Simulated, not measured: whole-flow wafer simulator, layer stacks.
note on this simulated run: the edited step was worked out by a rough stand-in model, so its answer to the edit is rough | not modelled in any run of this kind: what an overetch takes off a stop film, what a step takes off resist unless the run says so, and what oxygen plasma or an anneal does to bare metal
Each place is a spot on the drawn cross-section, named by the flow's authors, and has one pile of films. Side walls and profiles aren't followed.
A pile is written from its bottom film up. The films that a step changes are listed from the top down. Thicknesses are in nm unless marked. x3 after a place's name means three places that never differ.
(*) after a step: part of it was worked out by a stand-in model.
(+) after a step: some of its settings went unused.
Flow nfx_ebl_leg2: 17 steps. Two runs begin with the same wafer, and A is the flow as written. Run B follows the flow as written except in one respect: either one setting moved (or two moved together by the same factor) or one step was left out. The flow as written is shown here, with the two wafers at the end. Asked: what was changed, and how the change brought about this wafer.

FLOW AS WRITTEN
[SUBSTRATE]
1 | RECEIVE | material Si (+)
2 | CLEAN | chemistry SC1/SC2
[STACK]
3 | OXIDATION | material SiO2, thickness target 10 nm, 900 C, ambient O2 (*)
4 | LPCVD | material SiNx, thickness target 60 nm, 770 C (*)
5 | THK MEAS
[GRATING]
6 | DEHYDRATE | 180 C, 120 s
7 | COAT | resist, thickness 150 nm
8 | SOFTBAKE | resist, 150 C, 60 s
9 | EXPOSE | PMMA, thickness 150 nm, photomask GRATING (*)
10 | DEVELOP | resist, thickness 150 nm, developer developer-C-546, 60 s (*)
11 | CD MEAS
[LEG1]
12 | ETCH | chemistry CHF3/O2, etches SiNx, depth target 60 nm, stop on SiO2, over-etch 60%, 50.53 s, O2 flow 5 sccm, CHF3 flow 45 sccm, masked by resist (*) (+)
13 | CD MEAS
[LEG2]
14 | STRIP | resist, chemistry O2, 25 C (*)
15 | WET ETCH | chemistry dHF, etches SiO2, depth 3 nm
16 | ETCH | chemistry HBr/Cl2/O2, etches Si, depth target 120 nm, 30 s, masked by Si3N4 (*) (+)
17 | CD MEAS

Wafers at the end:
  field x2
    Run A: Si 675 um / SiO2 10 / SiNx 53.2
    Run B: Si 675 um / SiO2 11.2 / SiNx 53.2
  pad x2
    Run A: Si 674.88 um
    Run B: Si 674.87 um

What caused this: step 3, OXIDATION: 912 C was run, though the flow has 900 C.

How this came from the change, step by step:
  3 | OXIDATION | material SiO2, thickness target 10 nm, 900 C, ambient O2 (*)
      field x2, pad x2: A SiO2 gains 10 (new film), chemical SiO2 loses 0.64 (all of it), Si loses 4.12 | B SiO2 gains 11.2 (new film), chemical SiO2 loses 0.64 (all of it), Si loses 4.64
  12 | ETCH | chemistry CHF3/O2, etches SiNx, depth target 60 nm, stop on SiO2, over-etch 60%, 50.53 s, O2 flow 5 sccm, CHF3 flow 45 sccm, masked by resist (*) (+)
      pad x2: A SiNx loses 60 (all of it), SiO2 loses 10 (all of it) | B SiNx loses 60 (all of it), SiO2 loses 11.2 (all of it)
